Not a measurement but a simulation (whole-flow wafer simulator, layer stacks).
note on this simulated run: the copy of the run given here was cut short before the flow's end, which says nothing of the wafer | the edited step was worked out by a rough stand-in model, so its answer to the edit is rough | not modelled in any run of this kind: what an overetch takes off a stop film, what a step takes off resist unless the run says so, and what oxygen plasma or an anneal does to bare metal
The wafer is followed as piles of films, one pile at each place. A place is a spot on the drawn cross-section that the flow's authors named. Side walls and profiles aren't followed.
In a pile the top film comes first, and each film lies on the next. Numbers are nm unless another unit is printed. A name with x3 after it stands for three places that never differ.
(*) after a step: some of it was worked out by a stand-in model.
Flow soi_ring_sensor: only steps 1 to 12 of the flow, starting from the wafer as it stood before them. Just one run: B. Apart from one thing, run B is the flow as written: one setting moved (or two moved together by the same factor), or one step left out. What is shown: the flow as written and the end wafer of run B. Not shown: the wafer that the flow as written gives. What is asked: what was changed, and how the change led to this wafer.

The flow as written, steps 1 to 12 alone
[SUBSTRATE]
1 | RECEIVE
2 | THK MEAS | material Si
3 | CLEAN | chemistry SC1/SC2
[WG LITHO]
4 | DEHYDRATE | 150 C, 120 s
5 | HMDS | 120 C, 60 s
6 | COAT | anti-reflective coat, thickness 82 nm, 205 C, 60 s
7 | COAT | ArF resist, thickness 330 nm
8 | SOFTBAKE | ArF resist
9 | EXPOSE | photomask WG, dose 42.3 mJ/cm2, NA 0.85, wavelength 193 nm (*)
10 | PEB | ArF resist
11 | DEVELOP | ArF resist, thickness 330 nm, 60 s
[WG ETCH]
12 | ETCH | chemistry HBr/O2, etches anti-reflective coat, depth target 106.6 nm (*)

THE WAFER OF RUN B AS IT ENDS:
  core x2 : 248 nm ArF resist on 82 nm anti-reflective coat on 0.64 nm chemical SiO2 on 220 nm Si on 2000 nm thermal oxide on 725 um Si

The reason: step 12, ETCH: depth target 97.7 nm was run, though the flow has depth target 106.6 nm.

The path from the change to this, step by step:
  12 | ETCH | chemistry HBr/O2, etches anti-reflective coat, depth target 106.6 nm (*)
      core x2: ArF resist loses 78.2 (in the flow as written it would be: ArF resist loses 85.3)
